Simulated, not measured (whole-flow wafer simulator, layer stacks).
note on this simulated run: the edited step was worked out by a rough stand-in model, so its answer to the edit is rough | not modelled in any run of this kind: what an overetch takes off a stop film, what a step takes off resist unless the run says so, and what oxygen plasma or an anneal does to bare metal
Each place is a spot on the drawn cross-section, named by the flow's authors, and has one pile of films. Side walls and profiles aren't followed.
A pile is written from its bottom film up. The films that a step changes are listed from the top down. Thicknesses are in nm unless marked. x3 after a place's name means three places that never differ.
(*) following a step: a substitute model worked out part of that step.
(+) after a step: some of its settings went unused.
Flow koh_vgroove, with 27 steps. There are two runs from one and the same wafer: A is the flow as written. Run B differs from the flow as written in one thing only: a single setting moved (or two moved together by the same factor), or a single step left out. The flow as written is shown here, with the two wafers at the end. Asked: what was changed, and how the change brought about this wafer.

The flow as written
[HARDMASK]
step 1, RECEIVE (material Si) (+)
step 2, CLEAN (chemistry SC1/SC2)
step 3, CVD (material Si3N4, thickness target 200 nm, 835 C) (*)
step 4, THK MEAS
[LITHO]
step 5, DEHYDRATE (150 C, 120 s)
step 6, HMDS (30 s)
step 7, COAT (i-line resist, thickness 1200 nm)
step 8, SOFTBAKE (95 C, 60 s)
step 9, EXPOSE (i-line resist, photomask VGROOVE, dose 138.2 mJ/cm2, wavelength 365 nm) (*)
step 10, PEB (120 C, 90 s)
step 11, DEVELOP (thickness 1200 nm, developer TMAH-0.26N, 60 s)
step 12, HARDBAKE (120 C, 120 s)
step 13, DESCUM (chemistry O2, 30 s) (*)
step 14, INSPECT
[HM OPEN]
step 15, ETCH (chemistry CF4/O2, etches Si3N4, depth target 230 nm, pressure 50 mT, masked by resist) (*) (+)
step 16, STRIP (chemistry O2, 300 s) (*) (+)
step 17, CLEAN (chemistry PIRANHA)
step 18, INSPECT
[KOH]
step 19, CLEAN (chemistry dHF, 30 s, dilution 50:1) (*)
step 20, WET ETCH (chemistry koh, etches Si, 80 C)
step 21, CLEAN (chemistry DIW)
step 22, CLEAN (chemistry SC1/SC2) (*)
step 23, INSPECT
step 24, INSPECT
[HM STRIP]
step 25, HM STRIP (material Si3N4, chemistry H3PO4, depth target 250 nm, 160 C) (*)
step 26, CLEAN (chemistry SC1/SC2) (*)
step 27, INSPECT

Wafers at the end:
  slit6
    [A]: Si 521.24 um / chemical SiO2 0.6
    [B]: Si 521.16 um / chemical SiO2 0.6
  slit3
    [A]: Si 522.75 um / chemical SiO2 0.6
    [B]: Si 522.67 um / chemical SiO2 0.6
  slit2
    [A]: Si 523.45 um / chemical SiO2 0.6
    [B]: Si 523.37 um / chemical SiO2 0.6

The reason: step 15, ETCH: depth target 310 nm was run, whereas the flow has depth target 230 nm.

Step by step, how the change led to this:
  step 15, ETCH (chemistry CF4/O2, etches Si3N4, depth target 230 nm, pressure 50 mT, masked by resist) (*) (+)
      slit3, slit2, slit6, slit20: A -200 Si3N4 (all of it), -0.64 chemical SiO2 (all of it), -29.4 Si | B -200 Si3N4 (all of it), -0.64 chemical SiO2 (all of it), -109.4 Si
      field: A -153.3 i-line resist | B -206.7 i-line resist
  step 16, STRIP (chemistry O2, 300 s) (*) (+)
      field: A -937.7 i-line resist (all of it) | B -884.4 i-line resist (all of it)
